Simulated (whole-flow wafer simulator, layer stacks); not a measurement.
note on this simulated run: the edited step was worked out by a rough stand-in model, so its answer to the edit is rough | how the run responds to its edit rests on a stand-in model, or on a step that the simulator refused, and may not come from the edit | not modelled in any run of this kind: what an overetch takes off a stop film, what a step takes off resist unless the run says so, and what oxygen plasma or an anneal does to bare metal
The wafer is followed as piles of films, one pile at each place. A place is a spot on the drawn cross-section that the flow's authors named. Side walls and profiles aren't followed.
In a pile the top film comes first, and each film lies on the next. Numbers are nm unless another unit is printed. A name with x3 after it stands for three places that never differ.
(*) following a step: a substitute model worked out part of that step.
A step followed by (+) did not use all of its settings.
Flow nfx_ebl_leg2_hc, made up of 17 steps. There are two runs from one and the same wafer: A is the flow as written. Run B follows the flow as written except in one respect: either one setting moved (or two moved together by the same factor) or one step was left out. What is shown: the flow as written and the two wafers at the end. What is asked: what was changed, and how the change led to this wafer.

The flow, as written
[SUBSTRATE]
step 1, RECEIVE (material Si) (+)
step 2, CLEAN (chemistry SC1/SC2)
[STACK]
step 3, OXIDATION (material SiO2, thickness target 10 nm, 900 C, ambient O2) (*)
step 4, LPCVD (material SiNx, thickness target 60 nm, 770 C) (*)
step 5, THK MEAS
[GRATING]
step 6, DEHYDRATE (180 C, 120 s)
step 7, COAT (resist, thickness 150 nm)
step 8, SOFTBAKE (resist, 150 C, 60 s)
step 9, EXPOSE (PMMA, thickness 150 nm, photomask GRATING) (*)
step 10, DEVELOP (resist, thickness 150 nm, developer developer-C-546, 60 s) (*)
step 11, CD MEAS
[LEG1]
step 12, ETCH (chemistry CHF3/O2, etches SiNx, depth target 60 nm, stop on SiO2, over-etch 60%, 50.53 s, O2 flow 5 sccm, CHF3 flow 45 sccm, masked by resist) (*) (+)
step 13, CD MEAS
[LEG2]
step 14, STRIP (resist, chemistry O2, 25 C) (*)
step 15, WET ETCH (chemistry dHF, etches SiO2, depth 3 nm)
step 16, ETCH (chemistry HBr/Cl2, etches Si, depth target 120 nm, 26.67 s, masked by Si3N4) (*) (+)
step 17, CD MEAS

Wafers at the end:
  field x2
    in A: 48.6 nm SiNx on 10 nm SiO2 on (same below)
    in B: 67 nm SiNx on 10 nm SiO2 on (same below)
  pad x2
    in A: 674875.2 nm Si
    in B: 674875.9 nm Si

What caused this: step 4, LPCVD: thickness target 78.4 nm was run, while the flow as written has thickness target 60 nm.

How this came from the change, step by step:
  step 4, LPCVD (material SiNx, thickness target 60 nm, 770 C) (*)
      field x2, pad x2: A SiNx gains 60 (new film) | B SiNx gains 78.4 (new film)
  step 12, ETCH (chemistry CHF3/O2, etches SiNx, depth target 60 nm, stop on SiO2, over-etch 60%, 50.53 s, O2 flow 5 sccm, CHF3 flow 45 sccm, masked by resist) (*) (+)
      pad x2: A SiNx loses 60 (all of it), SiO2 loses 10 (all of it) | B SiNx loses 78.4 (all of it), SiO2 loses 8.8
  step 14, STRIP (resist, chemistry O2, 25 C) (*)
      pad x2: A chemical SiO2 gains 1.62 (new film), Si loses 0.71 | B nothing
  step 15, WET ETCH (chemistry dHF, etches SiO2, depth 3 nm)
      pad x2: A chemical SiO2 loses 1.62 (all of it) | B SiO2 loses 1.2 (all of it)
